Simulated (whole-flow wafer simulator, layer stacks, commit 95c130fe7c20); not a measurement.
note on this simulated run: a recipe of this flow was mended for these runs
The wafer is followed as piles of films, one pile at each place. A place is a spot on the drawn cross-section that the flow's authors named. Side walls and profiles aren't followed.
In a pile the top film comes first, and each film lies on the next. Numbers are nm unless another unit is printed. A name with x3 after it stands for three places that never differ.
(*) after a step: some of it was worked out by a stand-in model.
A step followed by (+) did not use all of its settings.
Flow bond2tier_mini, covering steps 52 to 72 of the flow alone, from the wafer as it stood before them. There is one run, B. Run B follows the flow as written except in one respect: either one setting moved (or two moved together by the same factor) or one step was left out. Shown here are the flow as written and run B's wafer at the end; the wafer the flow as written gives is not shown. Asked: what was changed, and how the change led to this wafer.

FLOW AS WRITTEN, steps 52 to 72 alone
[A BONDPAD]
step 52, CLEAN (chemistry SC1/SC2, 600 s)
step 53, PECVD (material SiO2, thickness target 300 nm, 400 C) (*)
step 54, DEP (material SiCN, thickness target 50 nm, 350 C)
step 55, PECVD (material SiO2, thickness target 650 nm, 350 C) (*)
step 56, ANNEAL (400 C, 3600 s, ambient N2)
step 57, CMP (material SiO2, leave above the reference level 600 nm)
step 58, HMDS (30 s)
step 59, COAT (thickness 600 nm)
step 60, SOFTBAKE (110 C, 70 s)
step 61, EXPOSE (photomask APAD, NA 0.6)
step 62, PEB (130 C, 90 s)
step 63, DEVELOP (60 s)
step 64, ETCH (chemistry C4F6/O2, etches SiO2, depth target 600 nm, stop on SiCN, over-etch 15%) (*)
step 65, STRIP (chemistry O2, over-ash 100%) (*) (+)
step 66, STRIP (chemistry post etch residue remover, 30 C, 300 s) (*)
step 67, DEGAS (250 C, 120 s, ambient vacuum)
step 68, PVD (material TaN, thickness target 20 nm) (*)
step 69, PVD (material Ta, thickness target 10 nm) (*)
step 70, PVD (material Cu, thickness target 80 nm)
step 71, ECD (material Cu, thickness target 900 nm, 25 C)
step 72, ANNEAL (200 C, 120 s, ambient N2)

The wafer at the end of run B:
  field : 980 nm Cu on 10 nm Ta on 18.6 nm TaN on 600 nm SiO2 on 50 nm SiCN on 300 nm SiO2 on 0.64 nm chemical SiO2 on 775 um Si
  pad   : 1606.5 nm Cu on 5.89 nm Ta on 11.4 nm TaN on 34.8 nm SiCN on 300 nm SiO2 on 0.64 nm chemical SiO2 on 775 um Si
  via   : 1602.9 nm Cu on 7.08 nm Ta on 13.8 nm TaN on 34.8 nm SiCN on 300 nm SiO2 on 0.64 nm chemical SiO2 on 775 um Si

Cause: step 68, PVD: thickness target 18.6 nm was run, while the flow as written has thickness target 20 nm.
The wafer itself shows it: field has TaN 18.6, and step 68 as written asks for 20 nm.

The path from the change to this, step by step:
  step 68, PVD (material TaN, thickness target 20 nm) (*)
      field: +18.6 TaN (new film) (it would be, as written: +20 TaN (new film))
      pad: +11.4 TaN (new film) (it would be, as written: +12.3 TaN (new film))
      (as well as at 1 more place)
